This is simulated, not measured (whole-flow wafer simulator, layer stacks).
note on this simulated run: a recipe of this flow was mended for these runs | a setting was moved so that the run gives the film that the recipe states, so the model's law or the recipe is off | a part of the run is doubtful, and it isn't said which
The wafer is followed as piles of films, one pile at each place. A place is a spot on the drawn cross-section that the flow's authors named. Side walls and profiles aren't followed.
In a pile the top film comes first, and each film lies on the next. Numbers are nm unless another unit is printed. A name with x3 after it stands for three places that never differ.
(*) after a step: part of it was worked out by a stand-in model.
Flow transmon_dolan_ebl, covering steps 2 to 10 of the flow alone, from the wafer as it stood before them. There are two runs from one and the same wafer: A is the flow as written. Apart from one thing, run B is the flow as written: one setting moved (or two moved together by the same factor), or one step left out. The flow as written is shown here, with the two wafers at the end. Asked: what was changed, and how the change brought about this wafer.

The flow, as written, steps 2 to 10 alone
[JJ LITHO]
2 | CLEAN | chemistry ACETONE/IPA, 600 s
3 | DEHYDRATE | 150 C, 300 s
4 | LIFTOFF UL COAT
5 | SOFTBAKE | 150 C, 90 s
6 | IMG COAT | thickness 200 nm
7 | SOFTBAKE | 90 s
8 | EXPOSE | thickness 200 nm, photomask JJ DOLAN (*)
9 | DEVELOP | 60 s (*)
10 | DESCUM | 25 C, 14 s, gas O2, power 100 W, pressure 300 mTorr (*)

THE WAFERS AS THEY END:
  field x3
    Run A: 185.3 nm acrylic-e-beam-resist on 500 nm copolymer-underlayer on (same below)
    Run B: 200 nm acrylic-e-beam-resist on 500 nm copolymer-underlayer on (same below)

The reason: step 10, DESCUM: pressure 284 mTorr was run, whereas the flow has pressure 300 mTorr.

Step by step, how the change led to this:
  10 | DESCUM | 25 C, 14 s, gas O2, power 100 W, pressure 300 mTorr (*)
      field x3: A acrylic-e-beam-resist loses 14.7 | B nothing
